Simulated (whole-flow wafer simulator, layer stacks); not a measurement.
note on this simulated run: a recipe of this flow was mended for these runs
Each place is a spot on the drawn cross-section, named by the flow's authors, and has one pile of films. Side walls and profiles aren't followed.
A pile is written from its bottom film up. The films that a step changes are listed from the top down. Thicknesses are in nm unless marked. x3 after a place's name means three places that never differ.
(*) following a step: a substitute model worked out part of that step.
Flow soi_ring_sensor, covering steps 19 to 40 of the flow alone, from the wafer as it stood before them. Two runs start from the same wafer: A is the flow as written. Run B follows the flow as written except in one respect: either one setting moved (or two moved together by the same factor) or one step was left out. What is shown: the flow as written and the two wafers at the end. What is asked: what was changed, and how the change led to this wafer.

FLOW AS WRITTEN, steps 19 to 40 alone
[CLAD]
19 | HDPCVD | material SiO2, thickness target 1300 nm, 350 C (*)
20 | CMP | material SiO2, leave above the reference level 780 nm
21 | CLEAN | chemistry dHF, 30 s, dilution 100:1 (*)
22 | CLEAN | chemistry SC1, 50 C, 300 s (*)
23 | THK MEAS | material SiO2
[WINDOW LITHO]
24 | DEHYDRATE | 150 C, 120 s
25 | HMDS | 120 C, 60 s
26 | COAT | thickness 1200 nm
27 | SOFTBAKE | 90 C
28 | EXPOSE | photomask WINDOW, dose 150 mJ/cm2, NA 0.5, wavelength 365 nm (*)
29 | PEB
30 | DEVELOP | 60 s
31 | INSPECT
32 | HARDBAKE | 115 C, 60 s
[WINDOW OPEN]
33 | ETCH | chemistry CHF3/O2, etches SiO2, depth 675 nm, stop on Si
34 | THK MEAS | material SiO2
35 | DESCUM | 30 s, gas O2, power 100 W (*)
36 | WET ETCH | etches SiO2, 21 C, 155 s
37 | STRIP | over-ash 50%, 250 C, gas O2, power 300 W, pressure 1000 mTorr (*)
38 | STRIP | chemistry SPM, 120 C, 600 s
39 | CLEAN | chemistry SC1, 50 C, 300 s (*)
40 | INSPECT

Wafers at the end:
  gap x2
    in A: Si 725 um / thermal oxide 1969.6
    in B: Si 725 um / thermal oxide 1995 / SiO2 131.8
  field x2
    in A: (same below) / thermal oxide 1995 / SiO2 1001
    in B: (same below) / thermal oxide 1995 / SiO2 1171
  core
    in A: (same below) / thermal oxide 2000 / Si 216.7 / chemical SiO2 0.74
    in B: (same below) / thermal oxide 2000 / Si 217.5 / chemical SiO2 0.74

The reason: step 20, CMP: leave above the reference level 950 nm was run, though the flow has leave above the reference level 780 nm.

How this came from the change, step by step:
  20 | CMP | material SiO2, leave above the reference level 780 nm
      gap x2, field x2: A -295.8 SiO2 | B -125.8 SiO2
      core, core_clad: A -520 SiO2 | B -350 SiO2
  36 | WET ETCH | etches SiO2, 21 C, 155 s
      gap x2: A -326.6 SiO2 (all of it), -25 thermal oxide | B -364.2 SiO2
      core: A -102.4 SiO2 (all of it), -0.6 chemical SiO2 (all of it), -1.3 Si | B -272.4 SiO2 (all of it), -0.6 chemical SiO2 (all of it), -0.45 Si
  39 | CLEAN | chemistry SC1, 50 C, 300 s (*)
      gap x2: A -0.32 thermal oxide | B -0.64 SiO2
